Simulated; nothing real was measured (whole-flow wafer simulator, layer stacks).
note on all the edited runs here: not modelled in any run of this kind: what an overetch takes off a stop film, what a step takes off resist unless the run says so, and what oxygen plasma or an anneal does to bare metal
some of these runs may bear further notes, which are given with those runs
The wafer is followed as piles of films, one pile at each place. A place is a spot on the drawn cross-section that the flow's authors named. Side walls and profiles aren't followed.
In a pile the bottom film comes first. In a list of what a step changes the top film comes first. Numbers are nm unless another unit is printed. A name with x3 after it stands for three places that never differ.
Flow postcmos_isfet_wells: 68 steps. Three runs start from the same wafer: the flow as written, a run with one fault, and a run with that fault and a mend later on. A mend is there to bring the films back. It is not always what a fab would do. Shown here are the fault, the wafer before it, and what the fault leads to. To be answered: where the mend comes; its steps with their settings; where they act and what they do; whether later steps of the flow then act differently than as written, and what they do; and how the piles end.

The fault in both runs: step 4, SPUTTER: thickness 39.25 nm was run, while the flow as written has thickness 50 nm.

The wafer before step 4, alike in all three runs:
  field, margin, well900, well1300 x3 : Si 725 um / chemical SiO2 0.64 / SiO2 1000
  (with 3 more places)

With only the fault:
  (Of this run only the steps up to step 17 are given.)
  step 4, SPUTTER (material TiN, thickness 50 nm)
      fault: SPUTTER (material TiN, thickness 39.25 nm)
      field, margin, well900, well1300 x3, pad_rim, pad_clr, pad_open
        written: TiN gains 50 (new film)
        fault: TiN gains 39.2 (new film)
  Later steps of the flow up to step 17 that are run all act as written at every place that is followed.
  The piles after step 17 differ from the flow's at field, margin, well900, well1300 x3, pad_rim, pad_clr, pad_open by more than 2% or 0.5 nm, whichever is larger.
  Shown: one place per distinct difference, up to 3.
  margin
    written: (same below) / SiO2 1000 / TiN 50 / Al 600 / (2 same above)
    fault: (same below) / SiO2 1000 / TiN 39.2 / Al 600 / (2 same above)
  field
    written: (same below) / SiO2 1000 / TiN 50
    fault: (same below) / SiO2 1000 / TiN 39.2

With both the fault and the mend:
  After step 4 comes the mend.
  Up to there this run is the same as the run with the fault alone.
  step 4a, ETCH (chemistry peroxide tin strip, depth target 45.14 nm)
      field, margin, well900, well1300 x3, pad_rim, pad_clr, pad_open
        TiN loses 39.2 (all of it)
  step 4b, SPUTTER (material TiN, thickness 50 nm) (the flow's step 4, run once more)
      field, margin, well900, well1300 x3, pad_rim, pad_clr, pad_open
        TiN gains 50 (new film)
  Later steps of the flow that are run all act as written at every place that is followed.
  At every place that both follow, the piles at the end match the flow's.
